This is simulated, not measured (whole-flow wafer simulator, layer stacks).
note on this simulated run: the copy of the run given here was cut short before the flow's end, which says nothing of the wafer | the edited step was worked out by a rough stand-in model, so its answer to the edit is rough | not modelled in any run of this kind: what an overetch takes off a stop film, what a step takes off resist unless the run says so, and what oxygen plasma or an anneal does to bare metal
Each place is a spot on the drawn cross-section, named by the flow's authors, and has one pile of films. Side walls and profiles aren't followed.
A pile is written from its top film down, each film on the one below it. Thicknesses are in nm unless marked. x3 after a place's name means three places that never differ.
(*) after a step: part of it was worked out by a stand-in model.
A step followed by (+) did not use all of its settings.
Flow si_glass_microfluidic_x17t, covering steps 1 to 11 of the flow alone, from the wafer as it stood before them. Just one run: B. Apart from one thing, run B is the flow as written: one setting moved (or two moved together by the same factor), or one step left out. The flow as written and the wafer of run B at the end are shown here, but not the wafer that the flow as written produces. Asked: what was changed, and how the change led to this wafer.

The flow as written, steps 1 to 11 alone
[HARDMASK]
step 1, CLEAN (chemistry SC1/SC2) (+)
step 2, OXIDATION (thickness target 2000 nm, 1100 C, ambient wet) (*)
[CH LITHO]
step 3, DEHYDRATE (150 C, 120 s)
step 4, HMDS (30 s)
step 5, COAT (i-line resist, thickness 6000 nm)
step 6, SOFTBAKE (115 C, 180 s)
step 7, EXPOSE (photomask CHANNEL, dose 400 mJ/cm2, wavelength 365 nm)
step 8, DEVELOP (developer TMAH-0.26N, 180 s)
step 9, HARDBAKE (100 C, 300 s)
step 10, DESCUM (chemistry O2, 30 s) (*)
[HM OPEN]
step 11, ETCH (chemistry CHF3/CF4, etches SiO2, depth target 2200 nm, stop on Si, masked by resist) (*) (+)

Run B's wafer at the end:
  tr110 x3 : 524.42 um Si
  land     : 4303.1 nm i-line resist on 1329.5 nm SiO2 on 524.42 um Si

Cause: step 2, OXIDATION: 990 C was run, whereas the flow has 1100 C.

The path from the change to this, step by step:
  step 2, OXIDATION (thickness target 2000 nm, 1100 C, ambient wet) (*)
      land, tr110 x3: SiO2 gains 1329.5 (new film), chemical SiO2 loses 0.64 (all of it), Si loses 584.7 (as written it would have been: SiO2 gains 2000 (new film), chemical SiO2 loses 0.64 (all of it), Si loses 879.7)
  step 11, ETCH (chemistry CHF3/CF4, etches SiO2, depth target 2200 nm, stop on Si, masked by resist) (*) (+)
      tr110 x3: SiO2 loses 1329.5 (all of it) (as written it would have been: SiO2 loses 2000 (all of it))
      land: i-line resist loses 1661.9 (as written it would have been: i-line resist loses 1833.3)
